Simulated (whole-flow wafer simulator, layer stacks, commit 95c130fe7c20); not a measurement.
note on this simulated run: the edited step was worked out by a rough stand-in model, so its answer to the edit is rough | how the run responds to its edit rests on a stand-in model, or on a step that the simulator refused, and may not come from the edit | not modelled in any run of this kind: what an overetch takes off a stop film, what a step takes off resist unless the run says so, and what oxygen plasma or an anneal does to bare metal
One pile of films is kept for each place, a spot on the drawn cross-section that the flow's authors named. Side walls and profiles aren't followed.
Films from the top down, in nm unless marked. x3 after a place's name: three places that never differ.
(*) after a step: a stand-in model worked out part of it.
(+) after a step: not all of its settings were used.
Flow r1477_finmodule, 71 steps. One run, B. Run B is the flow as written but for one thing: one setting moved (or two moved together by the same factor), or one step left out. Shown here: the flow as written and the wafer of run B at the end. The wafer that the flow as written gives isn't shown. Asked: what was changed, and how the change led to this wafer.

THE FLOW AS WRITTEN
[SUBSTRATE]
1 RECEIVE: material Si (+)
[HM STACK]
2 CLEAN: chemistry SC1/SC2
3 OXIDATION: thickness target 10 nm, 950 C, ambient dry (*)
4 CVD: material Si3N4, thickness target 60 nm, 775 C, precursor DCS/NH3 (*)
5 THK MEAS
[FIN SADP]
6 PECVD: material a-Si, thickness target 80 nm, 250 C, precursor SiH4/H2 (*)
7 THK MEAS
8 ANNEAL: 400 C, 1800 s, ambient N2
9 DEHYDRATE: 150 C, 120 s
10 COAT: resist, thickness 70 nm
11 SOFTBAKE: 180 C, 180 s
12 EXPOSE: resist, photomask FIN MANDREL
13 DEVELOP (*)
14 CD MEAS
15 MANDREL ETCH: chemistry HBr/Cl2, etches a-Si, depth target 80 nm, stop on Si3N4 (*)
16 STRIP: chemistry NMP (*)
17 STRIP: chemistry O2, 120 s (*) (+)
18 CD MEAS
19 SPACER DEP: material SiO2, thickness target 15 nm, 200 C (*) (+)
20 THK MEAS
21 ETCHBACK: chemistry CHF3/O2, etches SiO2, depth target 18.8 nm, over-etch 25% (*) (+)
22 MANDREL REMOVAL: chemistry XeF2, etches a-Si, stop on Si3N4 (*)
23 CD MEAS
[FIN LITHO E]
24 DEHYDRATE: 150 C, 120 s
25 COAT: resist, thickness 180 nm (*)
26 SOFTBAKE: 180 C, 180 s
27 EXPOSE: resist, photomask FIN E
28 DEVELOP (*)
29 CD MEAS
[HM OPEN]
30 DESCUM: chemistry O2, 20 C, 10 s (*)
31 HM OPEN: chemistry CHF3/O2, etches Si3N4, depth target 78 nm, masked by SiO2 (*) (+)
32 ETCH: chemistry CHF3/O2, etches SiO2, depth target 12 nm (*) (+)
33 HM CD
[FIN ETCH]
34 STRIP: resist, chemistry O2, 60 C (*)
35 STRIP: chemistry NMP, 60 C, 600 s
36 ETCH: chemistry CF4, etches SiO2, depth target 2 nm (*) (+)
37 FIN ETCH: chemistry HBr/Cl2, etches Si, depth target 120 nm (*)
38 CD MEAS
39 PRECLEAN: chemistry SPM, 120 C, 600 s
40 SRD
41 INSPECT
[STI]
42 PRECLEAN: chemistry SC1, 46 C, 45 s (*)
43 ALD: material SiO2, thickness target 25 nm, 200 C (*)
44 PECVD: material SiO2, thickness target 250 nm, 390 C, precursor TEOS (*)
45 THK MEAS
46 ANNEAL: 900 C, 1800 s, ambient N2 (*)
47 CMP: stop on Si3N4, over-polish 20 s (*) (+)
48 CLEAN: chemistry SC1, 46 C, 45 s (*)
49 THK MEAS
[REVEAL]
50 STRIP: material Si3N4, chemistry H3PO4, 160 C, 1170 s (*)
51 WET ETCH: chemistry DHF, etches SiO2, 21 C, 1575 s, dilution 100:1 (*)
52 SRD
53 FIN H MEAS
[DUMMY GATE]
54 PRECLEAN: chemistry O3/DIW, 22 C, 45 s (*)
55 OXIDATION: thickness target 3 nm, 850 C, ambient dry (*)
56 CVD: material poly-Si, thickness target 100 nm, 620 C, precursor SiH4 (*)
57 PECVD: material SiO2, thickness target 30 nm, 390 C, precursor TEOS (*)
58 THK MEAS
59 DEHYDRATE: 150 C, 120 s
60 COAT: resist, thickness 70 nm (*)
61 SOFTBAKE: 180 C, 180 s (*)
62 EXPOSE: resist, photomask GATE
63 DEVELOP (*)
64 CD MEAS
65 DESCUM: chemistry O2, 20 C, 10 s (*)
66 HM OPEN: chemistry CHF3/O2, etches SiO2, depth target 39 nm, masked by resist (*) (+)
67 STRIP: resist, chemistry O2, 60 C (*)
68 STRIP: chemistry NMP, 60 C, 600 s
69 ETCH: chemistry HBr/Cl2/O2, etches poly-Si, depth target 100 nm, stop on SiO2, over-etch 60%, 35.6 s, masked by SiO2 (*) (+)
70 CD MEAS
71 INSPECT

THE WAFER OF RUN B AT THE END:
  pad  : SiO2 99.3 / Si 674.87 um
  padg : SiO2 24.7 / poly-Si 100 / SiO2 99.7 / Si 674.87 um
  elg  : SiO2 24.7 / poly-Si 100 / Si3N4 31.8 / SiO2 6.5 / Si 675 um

The cause: step 3, OXIDATION: thickness target 6.5 nm was run, where the flow has thickness target 10 nm.
It can be read off the wafer: elg has SiO2 6.5, and step 3 as written asks for 10 nm.

How the change led to this, step by step:
  3 OXIDATION: thickness target 10 nm, 950 C, ambient dry (*)
      pad, padg, elg and 33 more: SiO2 +6.5 (new film), chemical SiO2 -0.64 (all of it), Si -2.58 (as written it would be: SiO2 +10 (new film), chemical SiO2 -0.64 (all of it), Si -4.12)
  31 HM OPEN: chemistry CHF3/O2, etches Si3N4, depth target 78 nm, masked by SiO2 (*) (+)
      s40cg, s45cg, s50cg, s40co, s45co, s50co: Si3N4 -60 (all of it), SiO2 -6.5 (all of it) (as written it would be: Si3N4 -60 (all of it), SiO2 -9)
      pad, padg, esg and 13 more: Si3N4 -56.4 (all of it), SiO2 -6.5 (all of it) (as written it would be: Si3N4 -56.4 (all of it), SiO2 -10 (all of it))
  32 ETCH: chemistry CHF3/O2, etches SiO2, depth target 12 nm (*) (+)
      s40cg, s40co: Si -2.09 (as written it would be: SiO2 -1 (all of it), Si -2.2)
      s45cg, s45co: Si -2.12 (as written it would be: SiO2 -1 (all of it), Si -2.2)
      (and at 2 more places)
  47 CMP: stop on Si3N4, over-polish 20 s (*) (+)
      pad, padg, e40sg and 11 more: SiO2 -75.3 (as written it would be: SiO2 -71.8)
      eso: SiO2 -75.9 (as written it would be: SiO2 -72.4)
  51 WET ETCH: chemistry DHF, etches SiO2, 21 C, 1575 s, dilution 100:1 (*)
      s40sg_line, s45sg_line, s50sg_line, s40so_line, s45so_line, s50so_line: SiO2 -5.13 (all of it) (as written it would be: SiO2 -8.63 (all of it))
  56 CVD: material poly-Si, thickness target 100 nm, 620 C, precursor SiH4 (*)
      s40cg, s40co: poly-Si +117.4 (new film) (as written it would be: poly-Si +113.9 (new film))
      s45cg, s45co: poly-Si +116.9 (new film) (as written it would be: poly-Si +113.4 (new film))
      (and at 2 more places)
  60 COAT: resist, thickness 70 nm (*)
      s40sg, s40so: resist +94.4 (new film) (as written it would be: resist +91 (new film))
      s45sg, s45so: resist +94.3 (new film) (as written it would be: resist +91 (new film))
      (and at 2 more places)
  63 DEVELOP (*)
      s40so: resist -94.4 (all of it) (as written it would be: resist -91 (all of it))
      s45so: resist -94.3 (all of it) (as written it would be: resist -91 (all of it))
      (and at 1 more place)
  67 STRIP: resist, chemistry O2, 60 C (*)
      s40sg: resist -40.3 (all of it) (as written it would be: resist -36.9 (all of it))
      s45sg: resist -40.2 (all of it) (as written it would be: resist -36.9 (all of it))
      (and at 1 more place)
  69 ETCH: chemistry HBr/Cl2/O2, etches poly-Si, depth target 100 nm, stop on SiO2, over-etch 60%, 35.6 s, masked by SiO2 (*) (+)
      s40co: chemical SiO2 -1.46 (all of it), poly-Si -115 (all of it), SiO2 -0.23 (as written it would be: chemical SiO2 -1.46 (all of it), poly-Si -111.5 (all of it), SiO2 -0.24)
      s45co: chemical SiO2 -1.46 (all of it), poly-Si -114.4 (all of it), SiO2 -0.23 (as written it would be: chemical SiO2 -1.46 (all of it), poly-Si -110.9 (all of it), SiO2 -0.25)
      (and at 1 more place)
